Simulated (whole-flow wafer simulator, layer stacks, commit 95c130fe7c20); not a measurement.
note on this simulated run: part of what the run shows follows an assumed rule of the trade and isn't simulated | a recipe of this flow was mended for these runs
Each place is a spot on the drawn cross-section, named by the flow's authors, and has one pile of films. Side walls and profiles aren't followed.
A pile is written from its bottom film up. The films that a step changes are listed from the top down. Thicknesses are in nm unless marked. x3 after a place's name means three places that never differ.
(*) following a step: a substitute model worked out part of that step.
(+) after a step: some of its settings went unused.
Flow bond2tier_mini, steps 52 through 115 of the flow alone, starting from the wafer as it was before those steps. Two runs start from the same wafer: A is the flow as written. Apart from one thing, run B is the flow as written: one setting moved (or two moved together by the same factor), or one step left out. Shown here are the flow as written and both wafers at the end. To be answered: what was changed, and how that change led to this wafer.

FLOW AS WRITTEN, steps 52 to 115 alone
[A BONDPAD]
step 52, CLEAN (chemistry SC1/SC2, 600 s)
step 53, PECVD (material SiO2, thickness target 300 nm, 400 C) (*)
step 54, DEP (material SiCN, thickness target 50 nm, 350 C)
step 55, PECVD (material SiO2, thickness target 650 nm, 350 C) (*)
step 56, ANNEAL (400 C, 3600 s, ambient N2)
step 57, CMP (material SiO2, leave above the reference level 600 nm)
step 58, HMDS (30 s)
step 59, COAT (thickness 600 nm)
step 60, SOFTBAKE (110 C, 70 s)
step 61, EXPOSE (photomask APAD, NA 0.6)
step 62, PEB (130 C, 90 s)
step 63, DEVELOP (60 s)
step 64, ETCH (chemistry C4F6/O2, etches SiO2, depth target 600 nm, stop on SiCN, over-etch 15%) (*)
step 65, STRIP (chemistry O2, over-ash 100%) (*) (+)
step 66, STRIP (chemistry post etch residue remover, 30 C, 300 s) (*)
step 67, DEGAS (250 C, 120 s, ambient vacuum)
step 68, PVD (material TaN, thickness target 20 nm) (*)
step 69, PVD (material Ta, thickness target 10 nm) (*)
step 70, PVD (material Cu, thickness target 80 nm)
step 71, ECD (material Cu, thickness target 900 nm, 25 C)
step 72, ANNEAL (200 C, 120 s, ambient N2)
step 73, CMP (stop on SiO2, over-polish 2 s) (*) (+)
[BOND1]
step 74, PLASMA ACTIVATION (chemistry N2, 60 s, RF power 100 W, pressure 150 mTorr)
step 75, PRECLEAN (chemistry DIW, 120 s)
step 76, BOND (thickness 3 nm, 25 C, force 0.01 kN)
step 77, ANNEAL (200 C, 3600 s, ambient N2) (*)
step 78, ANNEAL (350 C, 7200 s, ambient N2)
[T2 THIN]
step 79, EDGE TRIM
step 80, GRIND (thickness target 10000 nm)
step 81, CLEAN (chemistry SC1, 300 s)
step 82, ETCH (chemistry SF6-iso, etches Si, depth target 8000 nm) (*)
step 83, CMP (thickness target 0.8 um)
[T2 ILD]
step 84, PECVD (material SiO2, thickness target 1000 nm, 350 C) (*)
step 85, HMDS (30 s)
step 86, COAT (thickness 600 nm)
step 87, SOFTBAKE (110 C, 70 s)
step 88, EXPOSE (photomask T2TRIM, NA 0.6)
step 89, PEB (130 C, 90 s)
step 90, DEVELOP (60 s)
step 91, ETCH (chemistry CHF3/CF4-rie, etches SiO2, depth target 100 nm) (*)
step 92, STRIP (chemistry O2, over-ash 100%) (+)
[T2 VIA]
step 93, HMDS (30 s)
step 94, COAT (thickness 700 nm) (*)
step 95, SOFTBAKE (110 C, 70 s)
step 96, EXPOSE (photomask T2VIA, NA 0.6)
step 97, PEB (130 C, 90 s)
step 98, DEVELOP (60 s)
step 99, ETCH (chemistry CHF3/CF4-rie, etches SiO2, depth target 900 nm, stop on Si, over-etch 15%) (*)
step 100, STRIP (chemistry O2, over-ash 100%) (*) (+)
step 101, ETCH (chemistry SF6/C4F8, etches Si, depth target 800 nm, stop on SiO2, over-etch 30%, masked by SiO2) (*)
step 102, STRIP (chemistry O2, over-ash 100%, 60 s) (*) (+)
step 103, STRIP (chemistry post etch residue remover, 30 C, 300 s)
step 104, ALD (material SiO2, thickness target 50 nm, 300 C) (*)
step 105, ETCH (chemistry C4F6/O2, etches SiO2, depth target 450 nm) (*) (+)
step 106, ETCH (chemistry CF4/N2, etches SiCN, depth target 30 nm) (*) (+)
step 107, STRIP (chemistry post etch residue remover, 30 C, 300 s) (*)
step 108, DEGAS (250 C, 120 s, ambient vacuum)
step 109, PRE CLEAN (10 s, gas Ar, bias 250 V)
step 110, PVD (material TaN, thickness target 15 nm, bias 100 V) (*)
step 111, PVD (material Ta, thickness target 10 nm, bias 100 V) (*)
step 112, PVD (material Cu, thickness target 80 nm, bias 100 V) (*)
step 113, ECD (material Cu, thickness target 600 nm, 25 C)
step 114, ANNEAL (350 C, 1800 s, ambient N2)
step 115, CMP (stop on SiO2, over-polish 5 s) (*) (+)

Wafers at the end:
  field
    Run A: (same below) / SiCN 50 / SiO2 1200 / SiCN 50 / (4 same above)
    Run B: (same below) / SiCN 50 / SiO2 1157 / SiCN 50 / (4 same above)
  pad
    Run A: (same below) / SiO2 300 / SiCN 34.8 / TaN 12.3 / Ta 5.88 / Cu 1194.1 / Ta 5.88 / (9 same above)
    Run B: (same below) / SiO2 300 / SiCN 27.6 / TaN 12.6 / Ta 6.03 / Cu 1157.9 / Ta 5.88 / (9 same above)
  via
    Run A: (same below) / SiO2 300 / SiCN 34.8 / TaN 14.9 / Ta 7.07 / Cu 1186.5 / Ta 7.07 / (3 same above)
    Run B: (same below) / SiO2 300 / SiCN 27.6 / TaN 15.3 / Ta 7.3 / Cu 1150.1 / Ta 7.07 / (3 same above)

What caused this: step 57, CMP: leave above the reference level 557 nm was run, whereas the flow has leave above the reference level 600 nm; step 59, COAT: thickness 557 nm was run, where the flow has thickness 600 nm.

The path from the change to this, step by step:
  step 57, CMP (material SiO2, leave above the reference level 600 nm)
      field, pad, via: A SiO2 loses 50 | B SiO2 loses 93
  step 59, COAT (thickness 600 nm)
      field, pad, via: A thick-KrF-resist gains 600 (new film) | B thick-KrF-resist gains 557 (new film)
  step 62, PEB (130 C, 90 s)
      field, pad, via: A thick-KrF-resist loses 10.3 | B thick-KrF-resist loses 9.48
  step 63, DEVELOP (60 s)
      pad, via: A thick-KrF-resist loses 589.7 (all of it) | B thick-KrF-resist loses 547.5 (all of it)
  step 64, ETCH (chemistry C4F6/O2, etches SiO2, depth target 600 nm, stop on SiCN, over-etch 15%) (*)
      pad, via: A SiO2 loses 600 (all of it), SiCN loses 15.2 | B SiO2 loses 557 (all of it), SiCN loses 22.4
      field: A thick-KrF-resist loses 115 | B thick-KrF-resist loses 106.8
  step 65, STRIP (chemistry O2, over-ash 100%) (*) (+)
      field: A thick-KrF-resist loses 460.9 (all of it) | B thick-KrF-resist loses 427 (all of it)
  step 70, PVD (material Cu, thickness target 80 nm)
      pad: A Cu gains 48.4 (new film) | B Cu gains 49.5 (new film)
      via: A Cu gains 59 (new film) | B Cu gains 60.7 (new film)
  step 71, ECD (material Cu, thickness target 900 nm, 25 C)
      pad: A Cu gains 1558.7 | B Cu gains 1521.3
      via: A Cu gains 1544.3 | B Cu gains 1506.1
